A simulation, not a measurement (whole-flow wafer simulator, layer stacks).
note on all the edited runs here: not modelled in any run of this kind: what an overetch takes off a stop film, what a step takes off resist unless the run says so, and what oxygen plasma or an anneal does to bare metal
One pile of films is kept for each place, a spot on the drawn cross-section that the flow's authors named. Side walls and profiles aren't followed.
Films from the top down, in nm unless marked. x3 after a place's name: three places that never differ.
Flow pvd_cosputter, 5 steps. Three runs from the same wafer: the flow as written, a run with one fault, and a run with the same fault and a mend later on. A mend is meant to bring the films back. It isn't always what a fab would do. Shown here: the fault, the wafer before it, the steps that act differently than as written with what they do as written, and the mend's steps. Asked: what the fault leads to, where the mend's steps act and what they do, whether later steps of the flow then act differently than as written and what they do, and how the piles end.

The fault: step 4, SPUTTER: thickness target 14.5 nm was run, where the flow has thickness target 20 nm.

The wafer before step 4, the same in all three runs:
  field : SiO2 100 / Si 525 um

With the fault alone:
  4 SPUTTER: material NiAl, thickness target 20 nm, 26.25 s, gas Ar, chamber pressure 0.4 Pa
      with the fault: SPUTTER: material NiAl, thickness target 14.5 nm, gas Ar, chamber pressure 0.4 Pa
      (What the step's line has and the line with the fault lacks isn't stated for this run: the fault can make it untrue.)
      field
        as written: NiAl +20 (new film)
        with the fault: NiAl +14.5 (new film)
  No later step of the flow acts differently than as written at any place that is followed.
  At the end the piles differ from the flow's by more than 2% or 0.5 nm, whichever is larger, at field.
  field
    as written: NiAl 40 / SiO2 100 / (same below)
    with the fault: NiAl 34.5 / SiO2 100 / (same below)

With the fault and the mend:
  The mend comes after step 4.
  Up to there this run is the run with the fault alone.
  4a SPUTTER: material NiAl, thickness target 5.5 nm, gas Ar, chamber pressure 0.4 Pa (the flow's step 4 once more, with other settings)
      field
        NiAl +5.5
  No later step of the flow acts differently than as written at any place that is followed.
  At the end the piles are the same as the flow's at every place that both follow.
